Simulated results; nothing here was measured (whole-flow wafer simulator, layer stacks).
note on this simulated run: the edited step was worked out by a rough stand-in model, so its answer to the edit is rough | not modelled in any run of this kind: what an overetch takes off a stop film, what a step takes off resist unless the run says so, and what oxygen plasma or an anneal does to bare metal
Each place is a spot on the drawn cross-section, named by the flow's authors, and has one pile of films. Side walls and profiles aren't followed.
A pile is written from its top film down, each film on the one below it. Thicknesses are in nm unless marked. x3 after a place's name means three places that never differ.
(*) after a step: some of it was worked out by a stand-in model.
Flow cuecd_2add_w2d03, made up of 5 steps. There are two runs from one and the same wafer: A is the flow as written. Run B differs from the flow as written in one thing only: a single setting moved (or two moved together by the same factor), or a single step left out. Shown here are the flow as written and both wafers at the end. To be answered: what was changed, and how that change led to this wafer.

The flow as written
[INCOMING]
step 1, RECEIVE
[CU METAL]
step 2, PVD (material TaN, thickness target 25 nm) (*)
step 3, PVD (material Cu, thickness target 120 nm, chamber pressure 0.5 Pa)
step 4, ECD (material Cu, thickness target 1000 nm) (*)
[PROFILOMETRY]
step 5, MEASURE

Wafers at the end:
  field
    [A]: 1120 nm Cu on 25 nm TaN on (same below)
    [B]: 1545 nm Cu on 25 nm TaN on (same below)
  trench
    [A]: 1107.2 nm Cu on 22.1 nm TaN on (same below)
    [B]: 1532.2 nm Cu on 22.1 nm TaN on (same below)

The reason: step 4, ECD: thickness target 1425 nm was run, whereas the flow has thickness target 1000 nm.

Step by step, how the change led to this:
  step 4, ECD (material Cu, thickness target 1000 nm) (*)
      field, trench: A Cu gains 1000 | B Cu gains 1425
